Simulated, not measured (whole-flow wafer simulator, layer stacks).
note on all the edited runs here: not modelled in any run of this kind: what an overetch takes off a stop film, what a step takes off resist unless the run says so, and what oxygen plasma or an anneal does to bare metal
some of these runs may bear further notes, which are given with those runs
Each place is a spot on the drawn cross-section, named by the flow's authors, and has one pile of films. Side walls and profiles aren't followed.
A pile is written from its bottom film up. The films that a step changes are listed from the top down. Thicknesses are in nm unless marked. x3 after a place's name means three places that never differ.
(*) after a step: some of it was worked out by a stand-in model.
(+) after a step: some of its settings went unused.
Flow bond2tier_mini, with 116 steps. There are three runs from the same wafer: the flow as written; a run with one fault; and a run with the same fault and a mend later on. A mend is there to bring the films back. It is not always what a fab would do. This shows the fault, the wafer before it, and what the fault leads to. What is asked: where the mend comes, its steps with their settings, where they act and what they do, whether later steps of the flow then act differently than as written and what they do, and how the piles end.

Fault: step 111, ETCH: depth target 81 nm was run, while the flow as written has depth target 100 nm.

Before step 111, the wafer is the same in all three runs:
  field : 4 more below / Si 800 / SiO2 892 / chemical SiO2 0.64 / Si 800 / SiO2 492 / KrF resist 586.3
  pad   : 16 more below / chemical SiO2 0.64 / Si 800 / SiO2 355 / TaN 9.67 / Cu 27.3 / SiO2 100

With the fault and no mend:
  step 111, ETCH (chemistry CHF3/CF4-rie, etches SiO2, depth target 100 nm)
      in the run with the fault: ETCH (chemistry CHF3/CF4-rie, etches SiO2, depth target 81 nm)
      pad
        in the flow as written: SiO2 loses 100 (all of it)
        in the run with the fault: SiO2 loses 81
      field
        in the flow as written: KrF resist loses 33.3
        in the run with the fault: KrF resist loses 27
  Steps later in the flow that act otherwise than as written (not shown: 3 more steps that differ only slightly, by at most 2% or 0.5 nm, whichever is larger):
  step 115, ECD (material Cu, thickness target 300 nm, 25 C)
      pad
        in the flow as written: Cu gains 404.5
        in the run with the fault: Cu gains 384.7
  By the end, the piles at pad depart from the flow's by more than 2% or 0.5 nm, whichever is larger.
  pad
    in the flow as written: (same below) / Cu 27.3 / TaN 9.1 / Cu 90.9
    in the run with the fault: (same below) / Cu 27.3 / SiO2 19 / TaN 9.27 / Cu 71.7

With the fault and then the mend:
  After step 112 comes the mend.
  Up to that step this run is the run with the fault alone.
  step 112a, COAT (KrF resist, thickness 600 nm) (*) (the flow's step 106 again)
      field
        KrF resist gains 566 (new film)
      pad
        KrF resist gains 635.6 (new film)
  step 112b, SOFTBAKE (KrF resist) (the flow's step 107 again)
      alters no film at any place that is followed
  step 112c, EXPOSE (photomask T3PAD, NA 0.6) (the flow's step 108 again)
      alters no film at any place that is followed
  step 112d, PEB (KrF resist) (the flow's step 109 again)
      alters no film at any place that is followed
  step 112e, DEVELOP (developer TMAH-0.26N, 60 s) (the flow's step 110 again)
      field
        KrF resist loses 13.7
      pad
        KrF resist loses 635.6 (all of it)
  step 112f, ETCH (chemistry CHF3/CF4-rie, etches SiO2, depth target 19 nm) (the flow's step 111 again, with other settings)
      field
        KrF resist loses 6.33
      pad
        SiO2 loses 19 (all of it)
  step 112g, STRIP (chemistry O2, over-ash 100%) (+) (the flow's step 112 again)
      field
        KrF resist loses 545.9 (all of it)
  None of the later steps of the flow acts differently than as written at any place that is followed.
  By the end, the piles equal the flow's at every place that both follow.
